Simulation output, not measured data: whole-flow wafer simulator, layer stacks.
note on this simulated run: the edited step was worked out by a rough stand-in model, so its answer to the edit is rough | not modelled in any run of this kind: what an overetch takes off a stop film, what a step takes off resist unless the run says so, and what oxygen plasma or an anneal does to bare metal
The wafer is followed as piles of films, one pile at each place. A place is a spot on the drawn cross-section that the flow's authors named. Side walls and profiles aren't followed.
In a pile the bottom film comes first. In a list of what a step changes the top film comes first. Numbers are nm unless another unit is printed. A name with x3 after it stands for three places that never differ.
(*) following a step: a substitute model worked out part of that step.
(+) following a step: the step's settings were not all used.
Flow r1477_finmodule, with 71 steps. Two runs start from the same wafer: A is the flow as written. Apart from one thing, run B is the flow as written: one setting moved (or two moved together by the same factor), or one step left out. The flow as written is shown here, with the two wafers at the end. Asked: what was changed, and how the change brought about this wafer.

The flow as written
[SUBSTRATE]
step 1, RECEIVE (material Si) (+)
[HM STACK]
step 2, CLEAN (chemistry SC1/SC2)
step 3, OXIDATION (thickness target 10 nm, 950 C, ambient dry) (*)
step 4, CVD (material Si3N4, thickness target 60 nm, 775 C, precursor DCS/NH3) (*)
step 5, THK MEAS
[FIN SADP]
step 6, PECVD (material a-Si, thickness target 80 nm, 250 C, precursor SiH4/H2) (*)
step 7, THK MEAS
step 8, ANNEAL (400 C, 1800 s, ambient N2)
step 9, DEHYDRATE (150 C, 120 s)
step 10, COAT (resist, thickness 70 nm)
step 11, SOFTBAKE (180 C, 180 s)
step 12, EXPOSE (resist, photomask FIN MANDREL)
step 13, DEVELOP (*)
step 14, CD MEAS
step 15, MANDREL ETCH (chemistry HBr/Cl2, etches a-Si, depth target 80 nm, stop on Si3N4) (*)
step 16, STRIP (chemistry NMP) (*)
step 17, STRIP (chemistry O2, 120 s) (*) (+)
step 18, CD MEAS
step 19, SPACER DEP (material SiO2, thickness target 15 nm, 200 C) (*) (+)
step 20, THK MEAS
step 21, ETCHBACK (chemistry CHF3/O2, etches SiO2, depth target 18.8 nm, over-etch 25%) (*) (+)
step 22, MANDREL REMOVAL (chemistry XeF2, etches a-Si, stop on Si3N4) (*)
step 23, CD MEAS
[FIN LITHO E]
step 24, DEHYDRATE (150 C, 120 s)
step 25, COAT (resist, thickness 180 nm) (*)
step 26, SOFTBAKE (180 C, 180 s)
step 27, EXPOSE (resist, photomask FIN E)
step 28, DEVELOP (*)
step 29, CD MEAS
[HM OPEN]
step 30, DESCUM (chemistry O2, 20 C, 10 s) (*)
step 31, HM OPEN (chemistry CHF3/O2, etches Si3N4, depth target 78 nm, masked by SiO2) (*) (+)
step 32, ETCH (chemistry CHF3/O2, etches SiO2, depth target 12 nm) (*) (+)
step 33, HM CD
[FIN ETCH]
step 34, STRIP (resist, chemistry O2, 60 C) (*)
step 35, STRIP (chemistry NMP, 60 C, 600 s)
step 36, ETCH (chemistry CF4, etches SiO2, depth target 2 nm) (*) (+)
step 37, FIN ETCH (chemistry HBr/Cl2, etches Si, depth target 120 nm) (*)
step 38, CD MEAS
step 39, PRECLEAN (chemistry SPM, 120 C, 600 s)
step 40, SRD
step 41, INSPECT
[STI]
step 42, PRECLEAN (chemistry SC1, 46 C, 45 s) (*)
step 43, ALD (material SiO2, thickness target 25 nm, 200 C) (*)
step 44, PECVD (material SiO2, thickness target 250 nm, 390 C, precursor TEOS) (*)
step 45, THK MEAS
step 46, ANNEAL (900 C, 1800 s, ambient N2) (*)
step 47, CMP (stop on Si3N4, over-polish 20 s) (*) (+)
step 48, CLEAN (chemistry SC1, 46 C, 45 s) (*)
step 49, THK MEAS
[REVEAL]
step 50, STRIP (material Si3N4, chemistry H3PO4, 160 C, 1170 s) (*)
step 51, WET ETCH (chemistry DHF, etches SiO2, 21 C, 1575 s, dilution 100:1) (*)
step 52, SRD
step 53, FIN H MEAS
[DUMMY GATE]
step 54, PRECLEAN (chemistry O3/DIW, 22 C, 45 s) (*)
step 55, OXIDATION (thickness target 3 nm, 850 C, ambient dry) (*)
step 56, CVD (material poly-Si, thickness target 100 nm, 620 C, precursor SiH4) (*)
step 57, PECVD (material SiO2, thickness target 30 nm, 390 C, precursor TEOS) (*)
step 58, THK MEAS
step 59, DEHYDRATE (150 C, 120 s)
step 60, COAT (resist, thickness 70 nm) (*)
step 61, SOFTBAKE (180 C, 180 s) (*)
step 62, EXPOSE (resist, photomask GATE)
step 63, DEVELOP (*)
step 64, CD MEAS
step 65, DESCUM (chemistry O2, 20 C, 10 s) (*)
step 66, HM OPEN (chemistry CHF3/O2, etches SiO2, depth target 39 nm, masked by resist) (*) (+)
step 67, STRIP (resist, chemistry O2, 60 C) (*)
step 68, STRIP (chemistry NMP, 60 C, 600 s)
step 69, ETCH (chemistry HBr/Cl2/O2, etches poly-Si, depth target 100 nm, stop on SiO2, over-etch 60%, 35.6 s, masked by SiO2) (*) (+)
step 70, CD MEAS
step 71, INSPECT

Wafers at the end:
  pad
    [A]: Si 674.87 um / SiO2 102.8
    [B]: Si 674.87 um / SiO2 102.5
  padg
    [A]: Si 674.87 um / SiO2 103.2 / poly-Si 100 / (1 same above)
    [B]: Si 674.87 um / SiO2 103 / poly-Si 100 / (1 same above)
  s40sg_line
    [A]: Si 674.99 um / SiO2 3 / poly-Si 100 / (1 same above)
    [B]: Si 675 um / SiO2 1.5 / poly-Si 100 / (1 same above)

The reason: step 55, OXIDATION: thickness target 1.5 nm was run, whereas the flow has thickness target 3 nm.
The wafer lets one read it off: s40sg_line has SiO2 1.5, and step 55 as written asks for 3 nm.

The path from the change to this, step by step:
  step 55, OXIDATION (thickness target 3 nm, 850 C, ambient dry) (*)
      s40sg_line, s45sg_line, s50sg_line, s40so_line, s45so_line, s50so_line: A SiO2 gains 3 (new film), chemical SiO2 loses 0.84 (all of it), Si loses 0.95 | B SiO2 gains 1.5 (new film), chemical SiO2 loses 0.84 (all of it), Si loses 0.29
